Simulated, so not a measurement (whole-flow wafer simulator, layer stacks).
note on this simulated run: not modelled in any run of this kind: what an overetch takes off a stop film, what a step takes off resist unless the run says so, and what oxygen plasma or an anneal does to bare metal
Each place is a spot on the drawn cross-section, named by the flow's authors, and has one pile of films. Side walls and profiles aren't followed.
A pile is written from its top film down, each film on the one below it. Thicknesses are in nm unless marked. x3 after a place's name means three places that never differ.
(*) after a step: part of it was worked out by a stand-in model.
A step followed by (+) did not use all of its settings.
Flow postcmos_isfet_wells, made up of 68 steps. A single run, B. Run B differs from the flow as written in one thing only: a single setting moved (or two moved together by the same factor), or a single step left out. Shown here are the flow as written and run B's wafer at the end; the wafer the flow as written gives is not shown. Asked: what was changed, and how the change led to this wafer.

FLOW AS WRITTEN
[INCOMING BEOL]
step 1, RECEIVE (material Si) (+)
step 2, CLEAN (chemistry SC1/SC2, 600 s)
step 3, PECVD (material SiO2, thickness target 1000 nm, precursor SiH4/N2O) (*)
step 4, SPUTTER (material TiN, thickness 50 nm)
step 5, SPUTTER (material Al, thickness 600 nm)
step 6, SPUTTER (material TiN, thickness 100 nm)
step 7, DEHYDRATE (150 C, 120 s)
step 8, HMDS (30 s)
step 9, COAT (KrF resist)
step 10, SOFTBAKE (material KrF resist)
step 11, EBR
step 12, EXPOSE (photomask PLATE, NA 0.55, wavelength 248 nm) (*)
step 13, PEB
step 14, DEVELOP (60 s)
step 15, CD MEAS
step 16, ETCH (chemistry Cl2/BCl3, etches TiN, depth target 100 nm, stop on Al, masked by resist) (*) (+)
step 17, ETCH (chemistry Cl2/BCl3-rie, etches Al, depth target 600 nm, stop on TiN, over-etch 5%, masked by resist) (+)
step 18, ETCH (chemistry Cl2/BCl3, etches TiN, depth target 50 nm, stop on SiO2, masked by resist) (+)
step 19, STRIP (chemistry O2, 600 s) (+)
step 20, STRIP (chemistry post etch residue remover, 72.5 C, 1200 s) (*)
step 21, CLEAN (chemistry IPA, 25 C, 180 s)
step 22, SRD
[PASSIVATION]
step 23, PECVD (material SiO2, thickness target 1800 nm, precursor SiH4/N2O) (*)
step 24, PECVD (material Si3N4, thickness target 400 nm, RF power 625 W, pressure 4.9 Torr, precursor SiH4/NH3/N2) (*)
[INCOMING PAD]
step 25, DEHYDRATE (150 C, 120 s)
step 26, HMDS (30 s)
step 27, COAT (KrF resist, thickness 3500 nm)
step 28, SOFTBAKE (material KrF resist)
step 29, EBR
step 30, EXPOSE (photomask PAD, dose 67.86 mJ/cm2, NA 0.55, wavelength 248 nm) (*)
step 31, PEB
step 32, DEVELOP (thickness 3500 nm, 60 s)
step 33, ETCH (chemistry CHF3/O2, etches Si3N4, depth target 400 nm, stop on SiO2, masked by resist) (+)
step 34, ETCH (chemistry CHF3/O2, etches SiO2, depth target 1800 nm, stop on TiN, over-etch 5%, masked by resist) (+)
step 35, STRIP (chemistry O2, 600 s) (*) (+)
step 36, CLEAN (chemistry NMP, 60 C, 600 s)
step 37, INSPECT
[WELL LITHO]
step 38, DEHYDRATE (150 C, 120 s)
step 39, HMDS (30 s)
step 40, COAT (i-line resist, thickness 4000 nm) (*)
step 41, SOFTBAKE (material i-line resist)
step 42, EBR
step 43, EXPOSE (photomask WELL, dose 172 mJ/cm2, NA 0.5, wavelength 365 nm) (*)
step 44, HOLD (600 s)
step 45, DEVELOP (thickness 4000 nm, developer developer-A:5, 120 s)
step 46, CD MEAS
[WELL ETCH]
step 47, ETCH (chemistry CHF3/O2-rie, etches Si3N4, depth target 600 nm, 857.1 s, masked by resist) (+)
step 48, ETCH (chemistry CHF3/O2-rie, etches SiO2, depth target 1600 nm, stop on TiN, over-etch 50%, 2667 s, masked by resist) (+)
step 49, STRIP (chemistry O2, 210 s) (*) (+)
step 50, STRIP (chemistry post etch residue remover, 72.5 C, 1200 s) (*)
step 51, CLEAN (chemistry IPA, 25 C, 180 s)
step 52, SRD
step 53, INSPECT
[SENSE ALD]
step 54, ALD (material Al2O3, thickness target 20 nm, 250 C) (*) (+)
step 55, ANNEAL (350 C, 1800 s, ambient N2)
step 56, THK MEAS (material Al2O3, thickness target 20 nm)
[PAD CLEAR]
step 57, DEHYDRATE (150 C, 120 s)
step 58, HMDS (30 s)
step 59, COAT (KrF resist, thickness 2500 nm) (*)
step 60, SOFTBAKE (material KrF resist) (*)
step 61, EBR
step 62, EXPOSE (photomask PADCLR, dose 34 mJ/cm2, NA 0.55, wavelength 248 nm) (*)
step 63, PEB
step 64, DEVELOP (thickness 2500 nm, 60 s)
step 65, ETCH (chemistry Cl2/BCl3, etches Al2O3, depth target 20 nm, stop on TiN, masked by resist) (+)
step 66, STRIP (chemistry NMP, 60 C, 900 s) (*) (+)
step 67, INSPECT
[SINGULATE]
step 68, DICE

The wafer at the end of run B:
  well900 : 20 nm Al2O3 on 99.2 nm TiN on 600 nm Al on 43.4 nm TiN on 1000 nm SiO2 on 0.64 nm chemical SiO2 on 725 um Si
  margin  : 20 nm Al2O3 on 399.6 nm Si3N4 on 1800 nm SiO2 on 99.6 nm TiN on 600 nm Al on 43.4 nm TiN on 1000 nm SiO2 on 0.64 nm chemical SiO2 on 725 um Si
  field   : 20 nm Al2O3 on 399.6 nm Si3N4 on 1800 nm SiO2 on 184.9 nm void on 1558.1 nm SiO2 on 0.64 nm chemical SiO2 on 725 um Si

The reason: step 4, SPUTTER: thickness 43.4 nm was run, though the flow has thickness 50 nm.
The wafer lets one read it off: well900 has TiN 43.4, and step 4 as written asks for 50 nm.

Step by step, how the change led to this:
  step 4, SPUTTER (material TiN, thickness 50 nm)
      field, margin, well900 and 6 more: TiN gains 43.4 (new film) (in the flow as written it would be: TiN gains 50 (new film))
  step 18, ETCH (chemistry Cl2/BCl3, etches TiN, depth target 50 nm, stop on SiO2, masked by resist) (+)
      field: TiN loses 43.4 (all of it) (in the flow as written it would be: TiN loses 50 (all of it))
  step 23, PECVD (material SiO2, thickness target 1800 nm, precursor SiH4/N2O) (*)
      field: SiO2 gains 1800 (new film), void gains 184.9 (new film), SiO2 gains 558.1 (in the flow as written it would be: SiO2 gains 1800 (new film), void gains 189.9 (new film), SiO2 gains 559.7)
